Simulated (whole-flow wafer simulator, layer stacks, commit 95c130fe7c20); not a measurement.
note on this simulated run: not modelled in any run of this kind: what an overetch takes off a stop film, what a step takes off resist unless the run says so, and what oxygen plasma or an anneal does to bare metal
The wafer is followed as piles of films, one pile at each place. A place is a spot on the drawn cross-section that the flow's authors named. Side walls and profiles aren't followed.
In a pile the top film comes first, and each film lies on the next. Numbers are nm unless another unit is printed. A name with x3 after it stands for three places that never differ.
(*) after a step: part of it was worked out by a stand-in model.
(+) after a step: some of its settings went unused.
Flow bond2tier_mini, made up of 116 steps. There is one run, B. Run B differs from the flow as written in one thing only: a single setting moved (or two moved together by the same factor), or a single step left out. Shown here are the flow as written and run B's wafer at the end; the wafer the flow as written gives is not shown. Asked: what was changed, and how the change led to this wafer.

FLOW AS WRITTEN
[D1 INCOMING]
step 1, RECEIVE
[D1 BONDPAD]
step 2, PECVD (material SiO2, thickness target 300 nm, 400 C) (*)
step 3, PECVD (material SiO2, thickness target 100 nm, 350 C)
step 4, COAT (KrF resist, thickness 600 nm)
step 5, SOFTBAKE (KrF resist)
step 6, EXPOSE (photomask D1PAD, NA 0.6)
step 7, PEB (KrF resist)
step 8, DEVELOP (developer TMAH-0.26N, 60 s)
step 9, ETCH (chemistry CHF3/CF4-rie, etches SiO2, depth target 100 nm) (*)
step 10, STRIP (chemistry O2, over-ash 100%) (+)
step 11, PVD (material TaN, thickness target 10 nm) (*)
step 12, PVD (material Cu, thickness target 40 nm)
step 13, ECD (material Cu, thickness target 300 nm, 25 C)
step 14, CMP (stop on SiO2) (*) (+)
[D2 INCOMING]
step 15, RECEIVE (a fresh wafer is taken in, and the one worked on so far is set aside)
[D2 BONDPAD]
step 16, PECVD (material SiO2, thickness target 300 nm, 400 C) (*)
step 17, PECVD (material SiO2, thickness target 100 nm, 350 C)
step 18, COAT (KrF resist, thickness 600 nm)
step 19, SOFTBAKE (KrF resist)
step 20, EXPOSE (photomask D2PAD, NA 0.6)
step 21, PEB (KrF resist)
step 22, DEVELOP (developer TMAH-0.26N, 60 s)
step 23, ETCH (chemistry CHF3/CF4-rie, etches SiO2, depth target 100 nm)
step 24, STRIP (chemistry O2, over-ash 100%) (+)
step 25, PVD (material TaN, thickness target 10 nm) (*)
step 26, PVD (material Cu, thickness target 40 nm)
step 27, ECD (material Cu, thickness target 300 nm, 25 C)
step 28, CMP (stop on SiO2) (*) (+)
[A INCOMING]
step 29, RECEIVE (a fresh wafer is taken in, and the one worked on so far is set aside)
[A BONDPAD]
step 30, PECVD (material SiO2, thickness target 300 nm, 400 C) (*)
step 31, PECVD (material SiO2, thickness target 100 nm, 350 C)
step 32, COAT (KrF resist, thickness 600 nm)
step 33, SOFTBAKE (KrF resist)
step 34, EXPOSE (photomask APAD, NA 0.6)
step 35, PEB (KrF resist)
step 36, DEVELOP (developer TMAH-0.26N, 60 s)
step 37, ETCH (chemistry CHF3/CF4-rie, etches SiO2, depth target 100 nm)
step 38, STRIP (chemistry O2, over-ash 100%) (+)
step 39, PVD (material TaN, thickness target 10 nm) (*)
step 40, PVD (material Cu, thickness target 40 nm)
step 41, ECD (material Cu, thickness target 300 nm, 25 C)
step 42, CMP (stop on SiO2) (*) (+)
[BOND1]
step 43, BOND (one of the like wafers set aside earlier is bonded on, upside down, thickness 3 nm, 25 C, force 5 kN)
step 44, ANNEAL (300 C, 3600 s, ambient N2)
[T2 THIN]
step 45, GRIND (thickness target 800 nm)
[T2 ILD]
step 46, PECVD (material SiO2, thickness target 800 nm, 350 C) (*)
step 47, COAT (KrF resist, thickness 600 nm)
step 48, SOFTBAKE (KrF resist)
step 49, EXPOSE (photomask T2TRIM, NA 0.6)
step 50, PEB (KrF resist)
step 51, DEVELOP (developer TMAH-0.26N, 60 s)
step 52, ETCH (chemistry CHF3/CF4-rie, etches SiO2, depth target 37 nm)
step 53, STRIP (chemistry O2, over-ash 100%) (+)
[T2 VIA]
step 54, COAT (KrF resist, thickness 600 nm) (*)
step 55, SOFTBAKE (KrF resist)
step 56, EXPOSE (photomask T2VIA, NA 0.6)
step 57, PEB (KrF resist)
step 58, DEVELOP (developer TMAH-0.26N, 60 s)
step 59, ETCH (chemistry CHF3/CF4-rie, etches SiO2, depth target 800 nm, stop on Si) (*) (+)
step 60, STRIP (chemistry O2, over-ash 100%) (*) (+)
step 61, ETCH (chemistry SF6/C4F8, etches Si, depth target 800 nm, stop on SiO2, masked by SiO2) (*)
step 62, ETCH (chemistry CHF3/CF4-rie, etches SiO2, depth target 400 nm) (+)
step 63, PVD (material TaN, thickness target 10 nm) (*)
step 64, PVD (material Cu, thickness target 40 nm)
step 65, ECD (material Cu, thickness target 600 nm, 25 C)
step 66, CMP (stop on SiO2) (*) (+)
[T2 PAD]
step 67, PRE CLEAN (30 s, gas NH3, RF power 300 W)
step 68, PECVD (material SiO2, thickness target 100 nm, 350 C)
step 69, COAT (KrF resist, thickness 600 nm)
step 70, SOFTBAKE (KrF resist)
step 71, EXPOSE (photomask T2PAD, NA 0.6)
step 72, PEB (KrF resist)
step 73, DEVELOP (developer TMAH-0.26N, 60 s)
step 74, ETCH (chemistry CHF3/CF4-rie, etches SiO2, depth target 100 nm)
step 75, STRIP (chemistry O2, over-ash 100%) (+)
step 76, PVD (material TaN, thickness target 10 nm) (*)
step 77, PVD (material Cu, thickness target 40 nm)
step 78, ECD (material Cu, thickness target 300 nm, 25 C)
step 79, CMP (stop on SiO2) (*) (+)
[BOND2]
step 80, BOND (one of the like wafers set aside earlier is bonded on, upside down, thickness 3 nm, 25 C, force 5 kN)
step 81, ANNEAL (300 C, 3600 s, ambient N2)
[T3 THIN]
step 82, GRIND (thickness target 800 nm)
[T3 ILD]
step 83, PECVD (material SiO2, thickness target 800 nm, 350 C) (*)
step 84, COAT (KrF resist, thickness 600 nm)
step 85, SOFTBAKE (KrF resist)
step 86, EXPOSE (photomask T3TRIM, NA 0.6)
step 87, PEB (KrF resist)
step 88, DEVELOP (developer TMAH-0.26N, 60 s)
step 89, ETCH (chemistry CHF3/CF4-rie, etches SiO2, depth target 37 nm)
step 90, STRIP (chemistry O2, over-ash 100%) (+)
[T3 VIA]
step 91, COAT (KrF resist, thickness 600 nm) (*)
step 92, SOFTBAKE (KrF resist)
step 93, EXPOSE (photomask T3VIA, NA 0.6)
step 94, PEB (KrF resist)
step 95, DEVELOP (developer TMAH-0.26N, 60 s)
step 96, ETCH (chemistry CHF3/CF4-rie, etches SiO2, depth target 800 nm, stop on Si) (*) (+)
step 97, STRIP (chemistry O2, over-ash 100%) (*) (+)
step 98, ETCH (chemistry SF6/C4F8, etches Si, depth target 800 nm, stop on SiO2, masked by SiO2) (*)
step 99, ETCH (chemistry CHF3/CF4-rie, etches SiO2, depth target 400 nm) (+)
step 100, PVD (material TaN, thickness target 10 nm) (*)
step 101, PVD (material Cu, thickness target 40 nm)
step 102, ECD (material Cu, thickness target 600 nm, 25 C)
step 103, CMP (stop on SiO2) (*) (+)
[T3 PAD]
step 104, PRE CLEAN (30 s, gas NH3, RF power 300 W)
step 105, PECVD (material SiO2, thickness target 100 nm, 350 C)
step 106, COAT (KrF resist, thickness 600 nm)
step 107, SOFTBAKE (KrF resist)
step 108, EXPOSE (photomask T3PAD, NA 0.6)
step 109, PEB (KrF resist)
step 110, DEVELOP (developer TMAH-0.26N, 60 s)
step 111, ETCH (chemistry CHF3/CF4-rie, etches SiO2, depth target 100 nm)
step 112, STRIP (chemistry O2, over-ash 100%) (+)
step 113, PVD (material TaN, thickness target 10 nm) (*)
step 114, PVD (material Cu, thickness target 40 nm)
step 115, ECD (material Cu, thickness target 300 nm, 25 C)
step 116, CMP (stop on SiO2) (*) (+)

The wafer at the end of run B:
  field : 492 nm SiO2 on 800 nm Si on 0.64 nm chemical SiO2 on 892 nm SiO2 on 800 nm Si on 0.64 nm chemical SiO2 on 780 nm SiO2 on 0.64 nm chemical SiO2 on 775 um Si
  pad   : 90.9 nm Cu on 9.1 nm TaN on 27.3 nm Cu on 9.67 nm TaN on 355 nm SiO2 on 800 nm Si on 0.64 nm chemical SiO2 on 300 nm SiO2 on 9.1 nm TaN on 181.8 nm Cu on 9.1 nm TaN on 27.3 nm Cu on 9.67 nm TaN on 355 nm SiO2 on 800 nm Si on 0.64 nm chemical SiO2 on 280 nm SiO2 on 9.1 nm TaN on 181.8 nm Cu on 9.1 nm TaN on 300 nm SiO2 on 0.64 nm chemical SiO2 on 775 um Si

Cause: step 3, PECVD: thickness target 80 nm was run, whereas the flow has thickness target 100 nm.

How this came from the change, step by step:
  step 3, PECVD (material SiO2, thickness target 100 nm, 350 C)
      field, pad, via: SiO2 gains 80 (as written it would have been: SiO2 gains 100)
  step 43, BOND (one of the like wafers set aside earlier is bonded on, upside down, thickness 3 nm, 25 C, force 5 kN)
      field: Si gains 775 um (new film), chemical SiO2 gains 0.64 (new film), SiO2 gains 380 (as written it would have been: Si gains 775 um (new film), chemical SiO2 gains 0.64 (new film), SiO2 gains 400)
      pad: Si gains 775 um (new film), chemical SiO2 gains 0.64 (new film), SiO2 gains 280 (new film), TaN gains 9.1 (new film), Cu gains 90.9 (as written it would have been: Si gains 775 um (new film), chemical SiO2 gains 0.64 (new film), SiO2 gains 300 (new film), TaN gains 9.1 (new film), Cu gains 90.9)
      (as well as at 1 more place)
